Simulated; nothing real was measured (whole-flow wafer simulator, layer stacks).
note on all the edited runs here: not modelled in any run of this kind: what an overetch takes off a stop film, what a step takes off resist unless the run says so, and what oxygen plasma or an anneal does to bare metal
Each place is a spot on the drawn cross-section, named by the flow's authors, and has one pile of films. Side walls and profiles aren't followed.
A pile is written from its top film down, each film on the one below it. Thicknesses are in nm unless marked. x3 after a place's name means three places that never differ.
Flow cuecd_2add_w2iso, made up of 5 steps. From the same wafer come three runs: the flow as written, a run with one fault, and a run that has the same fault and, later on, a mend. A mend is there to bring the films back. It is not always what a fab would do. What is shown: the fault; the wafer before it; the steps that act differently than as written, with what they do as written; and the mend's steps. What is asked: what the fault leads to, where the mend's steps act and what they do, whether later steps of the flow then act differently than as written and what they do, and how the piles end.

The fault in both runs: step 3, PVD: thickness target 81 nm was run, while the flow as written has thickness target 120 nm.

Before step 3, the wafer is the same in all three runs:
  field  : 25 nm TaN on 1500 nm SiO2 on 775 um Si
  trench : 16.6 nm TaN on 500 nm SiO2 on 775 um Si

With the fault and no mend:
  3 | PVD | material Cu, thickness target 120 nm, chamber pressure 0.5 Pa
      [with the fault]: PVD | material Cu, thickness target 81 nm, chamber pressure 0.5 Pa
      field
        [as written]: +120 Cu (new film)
        [with the fault]: +81 Cu (new film)
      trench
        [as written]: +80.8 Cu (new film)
        [with the fault]: +54.7 Cu (new film)
  Later steps of the flow that are run all act as written at every place that is followed, up to a difference of at most 2% or 0.5 nm, whichever is larger.
  The piles end different from the flow's at field by more than 2% or 0.5 nm, whichever is larger.
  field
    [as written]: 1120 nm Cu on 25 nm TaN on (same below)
    [with the fault]: 1081 nm Cu on 25 nm TaN on (same below)

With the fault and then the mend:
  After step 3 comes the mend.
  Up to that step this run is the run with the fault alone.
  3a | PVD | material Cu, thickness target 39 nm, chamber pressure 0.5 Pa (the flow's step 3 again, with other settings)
      field
        +39 Cu
      trench
        +25.7 Cu
  Later steps of the flow that are run all act as written at every place that is followed, up to a difference of at most 2% or 0.5 nm, whichever is larger.
  By the end, the piles equal the flow's at every place that both follow.
